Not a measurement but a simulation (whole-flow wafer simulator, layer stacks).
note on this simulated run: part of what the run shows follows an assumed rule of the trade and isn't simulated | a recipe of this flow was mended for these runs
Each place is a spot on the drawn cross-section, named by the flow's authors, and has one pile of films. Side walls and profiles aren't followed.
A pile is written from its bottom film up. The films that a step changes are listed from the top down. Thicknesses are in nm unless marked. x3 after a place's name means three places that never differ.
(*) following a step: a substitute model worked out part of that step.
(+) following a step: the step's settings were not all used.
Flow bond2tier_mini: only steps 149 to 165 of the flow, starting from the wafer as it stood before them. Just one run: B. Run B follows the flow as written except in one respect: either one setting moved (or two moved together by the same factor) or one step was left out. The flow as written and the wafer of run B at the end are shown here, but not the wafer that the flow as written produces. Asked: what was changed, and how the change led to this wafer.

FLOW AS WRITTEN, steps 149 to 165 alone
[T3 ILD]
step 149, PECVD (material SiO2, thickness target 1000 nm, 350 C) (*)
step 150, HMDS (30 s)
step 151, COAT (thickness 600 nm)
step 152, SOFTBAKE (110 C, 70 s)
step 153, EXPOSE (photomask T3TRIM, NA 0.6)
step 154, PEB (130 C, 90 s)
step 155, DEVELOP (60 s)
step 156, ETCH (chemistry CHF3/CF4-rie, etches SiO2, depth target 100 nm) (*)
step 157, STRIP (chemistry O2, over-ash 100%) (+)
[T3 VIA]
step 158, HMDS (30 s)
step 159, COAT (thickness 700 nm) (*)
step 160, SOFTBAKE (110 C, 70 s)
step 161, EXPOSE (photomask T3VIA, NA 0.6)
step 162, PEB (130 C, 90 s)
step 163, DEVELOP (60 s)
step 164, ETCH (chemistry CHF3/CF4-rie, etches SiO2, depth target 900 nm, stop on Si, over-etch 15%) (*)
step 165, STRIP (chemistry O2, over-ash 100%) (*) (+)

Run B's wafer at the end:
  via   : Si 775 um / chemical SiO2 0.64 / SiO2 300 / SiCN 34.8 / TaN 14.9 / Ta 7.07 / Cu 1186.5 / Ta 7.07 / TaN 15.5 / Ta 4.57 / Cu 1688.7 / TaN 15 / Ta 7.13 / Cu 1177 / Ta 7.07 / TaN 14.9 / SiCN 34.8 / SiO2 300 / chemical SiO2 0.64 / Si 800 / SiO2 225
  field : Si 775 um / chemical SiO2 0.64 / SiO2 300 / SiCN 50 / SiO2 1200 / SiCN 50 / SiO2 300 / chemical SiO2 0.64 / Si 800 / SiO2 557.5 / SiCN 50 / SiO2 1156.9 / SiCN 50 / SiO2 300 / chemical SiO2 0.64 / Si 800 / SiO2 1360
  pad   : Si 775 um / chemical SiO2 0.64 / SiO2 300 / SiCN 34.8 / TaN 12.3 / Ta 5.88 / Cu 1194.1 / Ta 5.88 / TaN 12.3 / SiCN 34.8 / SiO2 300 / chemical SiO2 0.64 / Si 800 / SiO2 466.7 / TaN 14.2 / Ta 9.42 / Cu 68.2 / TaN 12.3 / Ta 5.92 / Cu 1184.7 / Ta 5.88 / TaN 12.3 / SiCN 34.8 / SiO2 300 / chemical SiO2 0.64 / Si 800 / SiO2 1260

The reason: step 149, PECVD: thickness target 1360 nm was run, whereas the flow has thickness target 1000 nm.
One can read it off the wafer: field has SiO2 1360, and step 149 as written asks for 1000 nm.

Step by step, how the change led to this:
  step 149, PECVD (material SiO2, thickness target 1000 nm, 350 C) (*)
      field, pad, via: SiO2 gains 1360 (new film) (as written it would have been: SiO2 gains 1000 (new film))
  step 164, ETCH (chemistry CHF3/CF4-rie, etches SiO2, depth target 900 nm, stop on Si, over-etch 15%) (*)
      via: SiO2 loses 1035 (as written it would have been: SiO2 loses 900 (all of it), Si loses 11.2)
